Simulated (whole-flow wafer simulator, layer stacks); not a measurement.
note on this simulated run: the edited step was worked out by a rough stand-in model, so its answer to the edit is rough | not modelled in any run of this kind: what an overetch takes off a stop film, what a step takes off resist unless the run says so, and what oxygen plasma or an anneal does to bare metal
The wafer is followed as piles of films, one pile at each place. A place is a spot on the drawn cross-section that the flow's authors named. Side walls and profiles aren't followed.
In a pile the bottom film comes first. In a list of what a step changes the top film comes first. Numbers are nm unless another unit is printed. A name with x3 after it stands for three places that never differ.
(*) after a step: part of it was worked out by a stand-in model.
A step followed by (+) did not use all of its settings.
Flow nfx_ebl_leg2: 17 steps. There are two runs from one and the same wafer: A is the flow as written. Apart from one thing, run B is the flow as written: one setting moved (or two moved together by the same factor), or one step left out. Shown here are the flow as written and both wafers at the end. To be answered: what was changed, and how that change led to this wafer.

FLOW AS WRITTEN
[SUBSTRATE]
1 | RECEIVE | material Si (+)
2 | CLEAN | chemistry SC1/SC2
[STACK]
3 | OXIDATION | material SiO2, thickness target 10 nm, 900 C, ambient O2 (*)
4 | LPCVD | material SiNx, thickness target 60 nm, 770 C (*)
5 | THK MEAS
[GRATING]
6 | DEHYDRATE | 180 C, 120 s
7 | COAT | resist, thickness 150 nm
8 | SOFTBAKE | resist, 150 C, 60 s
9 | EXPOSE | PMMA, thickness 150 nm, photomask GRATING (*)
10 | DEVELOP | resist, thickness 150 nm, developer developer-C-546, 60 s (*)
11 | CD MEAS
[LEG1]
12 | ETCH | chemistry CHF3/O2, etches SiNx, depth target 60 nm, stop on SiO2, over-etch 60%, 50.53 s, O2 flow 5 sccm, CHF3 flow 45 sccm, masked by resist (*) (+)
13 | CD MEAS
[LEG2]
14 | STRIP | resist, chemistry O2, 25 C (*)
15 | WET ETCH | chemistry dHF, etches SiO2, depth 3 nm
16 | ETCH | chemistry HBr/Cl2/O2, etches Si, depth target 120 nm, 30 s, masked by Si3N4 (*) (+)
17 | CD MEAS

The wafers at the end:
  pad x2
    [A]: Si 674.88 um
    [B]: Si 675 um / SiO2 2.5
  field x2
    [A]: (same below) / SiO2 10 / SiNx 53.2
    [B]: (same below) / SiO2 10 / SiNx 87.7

Cause: step 4, LPCVD: thickness target 94.5 nm was run, while the flow as written has thickness target 60 nm.

The path from the change to this, step by step:
  4 | LPCVD | material SiNx, thickness target 60 nm, 770 C (*)
      field x2, pad x2: A SiNx gains 60 (new film) | B SiNx gains 94.5 (new film)
  12 | ETCH | chemistry CHF3/O2, etches SiNx, depth target 60 nm, stop on SiO2, over-etch 60%, 50.53 s, O2 flow 5 sccm, CHF3 flow 45 sccm, masked by resist (*) (+)
      pad x2: A SiNx loses 60 (all of it), SiO2 loses 10 (all of it) | B SiNx loses 94.5 (all of it), SiO2 loses 0.75
  14 | STRIP | resist, chemistry O2, 25 C (*)
      pad x2: A chemical SiO2 gains 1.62 (new film), Si loses 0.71 | B nothing
  15 | WET ETCH | chemistry dHF, etches SiO2, depth 3 nm
      pad x2: A chemical SiO2 loses 1.62 (all of it) | B SiO2 loses 3
  16 | ETCH | chemistry HBr/Cl2/O2, etches Si, depth target 120 nm, 30 s, masked by Si3N4 (*) (+)
      pad x2: A Si loses 120 | B SiO2 loses 3.75
